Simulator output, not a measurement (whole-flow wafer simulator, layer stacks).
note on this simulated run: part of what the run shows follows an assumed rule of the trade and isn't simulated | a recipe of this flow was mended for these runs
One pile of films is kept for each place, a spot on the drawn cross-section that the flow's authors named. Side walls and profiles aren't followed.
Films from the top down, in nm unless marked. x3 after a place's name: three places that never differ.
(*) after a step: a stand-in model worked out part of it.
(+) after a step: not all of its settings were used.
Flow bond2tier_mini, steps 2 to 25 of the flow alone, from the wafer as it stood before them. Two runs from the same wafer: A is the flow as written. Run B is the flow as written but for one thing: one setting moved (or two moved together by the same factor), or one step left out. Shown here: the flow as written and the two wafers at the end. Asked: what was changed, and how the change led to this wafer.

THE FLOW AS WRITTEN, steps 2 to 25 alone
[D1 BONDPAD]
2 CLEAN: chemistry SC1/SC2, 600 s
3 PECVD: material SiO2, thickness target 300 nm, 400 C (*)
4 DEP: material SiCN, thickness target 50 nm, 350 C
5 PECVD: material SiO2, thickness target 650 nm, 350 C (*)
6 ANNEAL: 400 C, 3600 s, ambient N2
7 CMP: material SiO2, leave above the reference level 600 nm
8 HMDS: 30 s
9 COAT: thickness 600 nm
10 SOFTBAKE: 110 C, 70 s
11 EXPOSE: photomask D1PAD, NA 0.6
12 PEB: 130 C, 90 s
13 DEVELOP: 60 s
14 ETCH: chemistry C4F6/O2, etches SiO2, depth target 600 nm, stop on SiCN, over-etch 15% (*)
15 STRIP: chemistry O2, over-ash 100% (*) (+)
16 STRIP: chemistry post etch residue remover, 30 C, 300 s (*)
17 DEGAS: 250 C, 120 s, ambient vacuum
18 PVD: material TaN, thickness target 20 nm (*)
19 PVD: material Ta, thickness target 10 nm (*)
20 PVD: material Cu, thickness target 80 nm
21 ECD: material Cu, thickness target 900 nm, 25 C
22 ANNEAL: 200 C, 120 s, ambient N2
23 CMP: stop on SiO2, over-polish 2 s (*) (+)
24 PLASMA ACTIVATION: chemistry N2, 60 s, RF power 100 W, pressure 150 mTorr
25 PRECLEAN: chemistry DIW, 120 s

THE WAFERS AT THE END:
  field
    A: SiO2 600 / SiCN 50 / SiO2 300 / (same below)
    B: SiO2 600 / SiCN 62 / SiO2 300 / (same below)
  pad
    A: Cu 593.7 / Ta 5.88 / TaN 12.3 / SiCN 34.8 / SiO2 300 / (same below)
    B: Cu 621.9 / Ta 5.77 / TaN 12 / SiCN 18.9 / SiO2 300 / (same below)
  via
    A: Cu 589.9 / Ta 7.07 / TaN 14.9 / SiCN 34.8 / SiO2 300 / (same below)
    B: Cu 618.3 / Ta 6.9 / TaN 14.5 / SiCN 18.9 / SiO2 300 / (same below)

The cause: step 4, DEP: thickness target 62 nm was run, where the flow has thickness target 50 nm; step 14, ETCH: depth target 744 nm was run, where the flow has depth target 600 nm.
It can be read off the wafer: field has SiCN 62, and step 4 as written asks for 50 nm.

How the change led to this, step by step:
  4 DEP: material SiCN, thickness target 50 nm, 350 C
      field, pad, via: A SiCN +50 (new film) | B SiCN +62 (new film)
  14 ETCH: chemistry C4F6/O2, etches SiO2, depth target 600 nm, stop on SiCN, over-etch 15% (*)
      pad, via: A SiO2 -600 (all of it), SiCN -15.2 | B SiO2 -600 (all of it), SiCN -43.1
      field: A thick-KrF-resist -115 | B thick-KrF-resist -142.6
  15 STRIP: chemistry O2, over-ash 100% (*) (+)
      field: A thick-KrF-resist -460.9 (all of it) | B thick-KrF-resist -433.3 (all of it)
  20 PVD: material Cu, thickness target 80 nm
      via: A Cu +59 (new film) | B Cu +57.6 (new film)
